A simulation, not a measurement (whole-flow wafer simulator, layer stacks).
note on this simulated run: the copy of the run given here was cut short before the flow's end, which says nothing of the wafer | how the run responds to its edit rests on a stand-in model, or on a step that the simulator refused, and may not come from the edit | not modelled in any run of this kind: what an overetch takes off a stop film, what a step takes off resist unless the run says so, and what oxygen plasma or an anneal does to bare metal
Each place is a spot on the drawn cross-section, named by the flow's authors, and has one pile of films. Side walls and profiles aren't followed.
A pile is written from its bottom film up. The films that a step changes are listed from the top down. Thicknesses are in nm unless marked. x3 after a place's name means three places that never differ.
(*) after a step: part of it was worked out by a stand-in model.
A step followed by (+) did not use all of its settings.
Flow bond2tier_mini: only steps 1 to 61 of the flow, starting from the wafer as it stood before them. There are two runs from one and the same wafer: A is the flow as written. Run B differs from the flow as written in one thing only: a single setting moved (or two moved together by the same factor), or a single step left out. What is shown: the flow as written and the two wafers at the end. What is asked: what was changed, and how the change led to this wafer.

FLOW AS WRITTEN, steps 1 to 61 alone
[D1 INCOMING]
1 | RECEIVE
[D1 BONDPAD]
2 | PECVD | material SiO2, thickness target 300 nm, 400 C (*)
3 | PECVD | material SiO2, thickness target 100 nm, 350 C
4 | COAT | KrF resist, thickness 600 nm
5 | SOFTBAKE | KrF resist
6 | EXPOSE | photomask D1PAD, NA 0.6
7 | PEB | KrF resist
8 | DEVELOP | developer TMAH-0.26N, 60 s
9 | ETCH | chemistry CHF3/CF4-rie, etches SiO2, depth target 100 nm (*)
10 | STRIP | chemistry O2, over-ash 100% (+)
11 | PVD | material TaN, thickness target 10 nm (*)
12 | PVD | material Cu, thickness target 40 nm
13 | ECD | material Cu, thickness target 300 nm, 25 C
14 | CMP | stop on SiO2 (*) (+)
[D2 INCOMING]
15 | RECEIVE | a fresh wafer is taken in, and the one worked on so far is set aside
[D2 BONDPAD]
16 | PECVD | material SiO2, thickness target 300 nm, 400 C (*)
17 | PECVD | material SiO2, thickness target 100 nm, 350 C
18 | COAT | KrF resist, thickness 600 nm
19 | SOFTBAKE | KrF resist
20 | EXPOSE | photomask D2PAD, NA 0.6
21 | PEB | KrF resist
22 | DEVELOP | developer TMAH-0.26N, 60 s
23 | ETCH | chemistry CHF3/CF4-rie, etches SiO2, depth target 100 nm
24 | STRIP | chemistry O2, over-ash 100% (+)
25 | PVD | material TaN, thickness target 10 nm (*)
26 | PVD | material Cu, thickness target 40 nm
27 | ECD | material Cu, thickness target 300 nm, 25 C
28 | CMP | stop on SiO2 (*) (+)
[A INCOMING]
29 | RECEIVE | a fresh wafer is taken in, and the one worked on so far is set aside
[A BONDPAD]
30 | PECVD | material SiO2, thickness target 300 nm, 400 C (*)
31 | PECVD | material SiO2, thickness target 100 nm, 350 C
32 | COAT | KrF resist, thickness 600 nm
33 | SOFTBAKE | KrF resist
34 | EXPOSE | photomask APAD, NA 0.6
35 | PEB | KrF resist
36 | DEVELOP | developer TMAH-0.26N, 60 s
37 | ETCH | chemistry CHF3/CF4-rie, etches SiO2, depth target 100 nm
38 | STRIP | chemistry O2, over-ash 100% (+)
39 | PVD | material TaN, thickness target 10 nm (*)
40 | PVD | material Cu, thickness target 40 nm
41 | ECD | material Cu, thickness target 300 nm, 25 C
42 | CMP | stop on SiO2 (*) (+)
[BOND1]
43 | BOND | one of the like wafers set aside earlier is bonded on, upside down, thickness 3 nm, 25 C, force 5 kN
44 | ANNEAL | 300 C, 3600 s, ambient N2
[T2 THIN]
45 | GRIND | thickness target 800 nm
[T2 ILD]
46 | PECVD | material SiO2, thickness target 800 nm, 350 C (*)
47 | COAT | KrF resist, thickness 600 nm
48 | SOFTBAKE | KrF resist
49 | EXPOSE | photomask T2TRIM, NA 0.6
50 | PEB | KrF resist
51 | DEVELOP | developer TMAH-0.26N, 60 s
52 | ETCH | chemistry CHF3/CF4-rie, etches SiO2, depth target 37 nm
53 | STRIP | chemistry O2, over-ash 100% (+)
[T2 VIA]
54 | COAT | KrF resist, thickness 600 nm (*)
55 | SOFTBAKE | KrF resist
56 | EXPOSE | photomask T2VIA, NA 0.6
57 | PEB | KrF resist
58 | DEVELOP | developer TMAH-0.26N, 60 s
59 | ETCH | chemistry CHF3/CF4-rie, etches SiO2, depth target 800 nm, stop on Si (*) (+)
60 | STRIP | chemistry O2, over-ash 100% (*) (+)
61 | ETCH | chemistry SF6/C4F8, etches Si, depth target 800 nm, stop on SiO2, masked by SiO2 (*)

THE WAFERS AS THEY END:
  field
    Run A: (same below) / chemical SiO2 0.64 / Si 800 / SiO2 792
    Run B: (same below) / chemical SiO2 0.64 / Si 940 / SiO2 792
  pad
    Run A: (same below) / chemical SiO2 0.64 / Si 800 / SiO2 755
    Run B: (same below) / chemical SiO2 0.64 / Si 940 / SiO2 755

The reason: step 45, GRIND: thickness target 940 nm was run, while the flow as written has thickness target 800 nm.
The wafer itself shows it: field has Si 940, and step 45 as written asks for 800 nm.

The path from the change to this, step by step:
  45 | GRIND | thickness target 800 nm
      field, pad, via: A -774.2 um Si | B -774.06 um Si
